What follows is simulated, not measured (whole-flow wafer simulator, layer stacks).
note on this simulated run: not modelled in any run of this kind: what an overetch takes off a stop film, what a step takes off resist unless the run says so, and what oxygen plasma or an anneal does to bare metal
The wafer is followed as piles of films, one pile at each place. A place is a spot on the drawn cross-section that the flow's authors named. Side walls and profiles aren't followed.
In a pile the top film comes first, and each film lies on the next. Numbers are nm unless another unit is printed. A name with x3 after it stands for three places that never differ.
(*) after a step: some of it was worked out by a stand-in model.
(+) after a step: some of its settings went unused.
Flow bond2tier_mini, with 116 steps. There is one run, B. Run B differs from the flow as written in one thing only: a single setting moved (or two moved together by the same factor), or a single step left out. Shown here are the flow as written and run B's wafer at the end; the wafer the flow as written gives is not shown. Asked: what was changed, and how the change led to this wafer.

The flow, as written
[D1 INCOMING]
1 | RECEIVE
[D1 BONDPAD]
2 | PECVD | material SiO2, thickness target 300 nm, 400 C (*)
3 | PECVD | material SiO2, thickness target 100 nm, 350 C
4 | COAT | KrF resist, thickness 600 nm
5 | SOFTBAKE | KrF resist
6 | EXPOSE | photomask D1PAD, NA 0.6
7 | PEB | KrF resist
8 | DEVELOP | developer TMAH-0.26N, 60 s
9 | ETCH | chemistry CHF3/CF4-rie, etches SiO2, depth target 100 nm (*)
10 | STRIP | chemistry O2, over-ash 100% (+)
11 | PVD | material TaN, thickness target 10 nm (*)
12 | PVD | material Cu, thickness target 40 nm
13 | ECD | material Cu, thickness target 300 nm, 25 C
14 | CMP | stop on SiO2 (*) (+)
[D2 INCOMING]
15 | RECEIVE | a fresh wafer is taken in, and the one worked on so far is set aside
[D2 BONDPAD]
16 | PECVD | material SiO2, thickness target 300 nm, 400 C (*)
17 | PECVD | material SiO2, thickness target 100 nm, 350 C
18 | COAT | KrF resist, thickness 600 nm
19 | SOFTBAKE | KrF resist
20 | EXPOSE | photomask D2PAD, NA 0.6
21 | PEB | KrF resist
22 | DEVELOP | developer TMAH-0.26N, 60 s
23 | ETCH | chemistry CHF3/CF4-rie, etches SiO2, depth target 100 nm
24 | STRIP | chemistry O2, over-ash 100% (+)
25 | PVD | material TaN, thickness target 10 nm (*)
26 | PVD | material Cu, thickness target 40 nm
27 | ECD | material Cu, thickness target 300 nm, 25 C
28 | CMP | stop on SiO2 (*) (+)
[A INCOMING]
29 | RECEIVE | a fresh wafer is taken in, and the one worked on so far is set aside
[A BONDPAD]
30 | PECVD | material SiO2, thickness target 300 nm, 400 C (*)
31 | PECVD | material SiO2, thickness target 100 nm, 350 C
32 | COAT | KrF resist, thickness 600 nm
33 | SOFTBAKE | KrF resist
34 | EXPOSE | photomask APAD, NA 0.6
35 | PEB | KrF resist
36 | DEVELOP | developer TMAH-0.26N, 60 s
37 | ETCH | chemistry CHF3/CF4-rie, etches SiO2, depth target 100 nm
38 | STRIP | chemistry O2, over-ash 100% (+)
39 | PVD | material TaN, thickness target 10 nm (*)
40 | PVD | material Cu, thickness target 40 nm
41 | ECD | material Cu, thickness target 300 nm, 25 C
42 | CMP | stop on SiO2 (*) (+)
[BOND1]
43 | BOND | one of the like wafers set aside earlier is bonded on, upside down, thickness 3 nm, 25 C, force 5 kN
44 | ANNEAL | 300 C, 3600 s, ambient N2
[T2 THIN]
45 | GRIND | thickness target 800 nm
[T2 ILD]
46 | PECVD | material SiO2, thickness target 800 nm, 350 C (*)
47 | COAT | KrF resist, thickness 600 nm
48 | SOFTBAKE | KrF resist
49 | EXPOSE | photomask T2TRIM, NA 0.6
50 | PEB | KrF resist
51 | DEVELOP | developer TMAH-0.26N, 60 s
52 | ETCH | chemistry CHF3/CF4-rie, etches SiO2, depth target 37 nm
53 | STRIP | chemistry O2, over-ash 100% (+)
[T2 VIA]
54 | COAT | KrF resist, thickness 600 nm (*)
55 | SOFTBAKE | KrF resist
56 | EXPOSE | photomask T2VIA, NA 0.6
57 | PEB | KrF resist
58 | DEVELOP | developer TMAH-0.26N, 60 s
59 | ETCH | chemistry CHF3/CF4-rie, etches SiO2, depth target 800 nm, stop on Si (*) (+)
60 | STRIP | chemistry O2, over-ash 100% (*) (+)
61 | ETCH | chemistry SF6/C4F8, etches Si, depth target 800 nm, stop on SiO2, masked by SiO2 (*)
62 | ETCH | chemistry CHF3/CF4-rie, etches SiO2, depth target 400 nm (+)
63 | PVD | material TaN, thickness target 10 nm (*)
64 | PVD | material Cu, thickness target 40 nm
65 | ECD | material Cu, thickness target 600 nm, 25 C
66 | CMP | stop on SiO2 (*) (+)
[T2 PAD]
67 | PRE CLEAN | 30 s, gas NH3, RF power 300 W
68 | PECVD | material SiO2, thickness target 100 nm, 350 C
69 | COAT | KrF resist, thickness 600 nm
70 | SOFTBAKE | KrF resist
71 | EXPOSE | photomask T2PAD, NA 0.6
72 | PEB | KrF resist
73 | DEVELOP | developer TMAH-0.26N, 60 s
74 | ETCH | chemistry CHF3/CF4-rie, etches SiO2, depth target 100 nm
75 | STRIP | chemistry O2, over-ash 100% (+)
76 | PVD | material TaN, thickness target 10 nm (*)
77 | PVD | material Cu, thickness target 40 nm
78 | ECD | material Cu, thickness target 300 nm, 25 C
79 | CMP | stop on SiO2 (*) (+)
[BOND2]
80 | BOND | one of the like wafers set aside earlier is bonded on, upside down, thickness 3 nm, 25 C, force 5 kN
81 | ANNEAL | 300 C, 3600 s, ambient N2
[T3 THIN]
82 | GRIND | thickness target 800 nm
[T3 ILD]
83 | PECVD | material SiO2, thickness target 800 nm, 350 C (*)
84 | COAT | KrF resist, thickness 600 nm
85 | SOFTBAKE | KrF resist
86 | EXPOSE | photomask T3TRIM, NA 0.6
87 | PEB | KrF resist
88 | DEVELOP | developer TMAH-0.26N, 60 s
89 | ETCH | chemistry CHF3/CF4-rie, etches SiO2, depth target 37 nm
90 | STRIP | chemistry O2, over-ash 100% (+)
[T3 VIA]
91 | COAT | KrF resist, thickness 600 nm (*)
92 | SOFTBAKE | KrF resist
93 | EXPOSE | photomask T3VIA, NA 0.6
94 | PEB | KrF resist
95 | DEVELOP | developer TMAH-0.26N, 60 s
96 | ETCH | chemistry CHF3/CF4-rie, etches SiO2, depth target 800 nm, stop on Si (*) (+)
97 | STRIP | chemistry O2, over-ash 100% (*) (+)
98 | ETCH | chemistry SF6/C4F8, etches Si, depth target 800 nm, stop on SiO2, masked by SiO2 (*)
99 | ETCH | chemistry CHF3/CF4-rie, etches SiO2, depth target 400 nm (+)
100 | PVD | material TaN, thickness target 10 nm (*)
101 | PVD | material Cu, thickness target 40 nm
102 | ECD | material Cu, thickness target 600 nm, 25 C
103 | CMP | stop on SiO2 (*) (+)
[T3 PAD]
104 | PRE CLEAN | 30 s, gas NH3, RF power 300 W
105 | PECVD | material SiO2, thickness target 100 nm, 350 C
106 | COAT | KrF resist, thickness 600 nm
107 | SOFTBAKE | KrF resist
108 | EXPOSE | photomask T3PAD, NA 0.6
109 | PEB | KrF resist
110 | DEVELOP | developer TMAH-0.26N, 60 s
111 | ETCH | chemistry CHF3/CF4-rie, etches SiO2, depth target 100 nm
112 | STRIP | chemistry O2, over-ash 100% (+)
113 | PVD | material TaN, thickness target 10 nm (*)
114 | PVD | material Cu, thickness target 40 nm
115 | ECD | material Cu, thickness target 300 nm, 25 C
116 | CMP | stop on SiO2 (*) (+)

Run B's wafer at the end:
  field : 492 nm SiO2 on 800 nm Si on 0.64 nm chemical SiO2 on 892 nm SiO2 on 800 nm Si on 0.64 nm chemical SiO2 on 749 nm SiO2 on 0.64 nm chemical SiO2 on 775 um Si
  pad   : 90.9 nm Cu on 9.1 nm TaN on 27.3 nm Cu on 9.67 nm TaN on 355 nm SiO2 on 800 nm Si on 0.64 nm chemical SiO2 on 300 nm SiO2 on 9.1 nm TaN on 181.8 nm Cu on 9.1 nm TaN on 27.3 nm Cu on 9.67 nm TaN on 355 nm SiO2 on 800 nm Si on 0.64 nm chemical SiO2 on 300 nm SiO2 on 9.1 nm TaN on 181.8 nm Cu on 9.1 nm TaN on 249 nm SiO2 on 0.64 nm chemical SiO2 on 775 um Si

The reason: step 31, PECVD: thickness target 49 nm was run, though the flow has thickness target 100 nm.

Step by step, how the change led to this:
  31 | PECVD | material SiO2, thickness target 100 nm, 350 C
      field, pad, via: +49 SiO2 (it would be, as written: +100 SiO2)
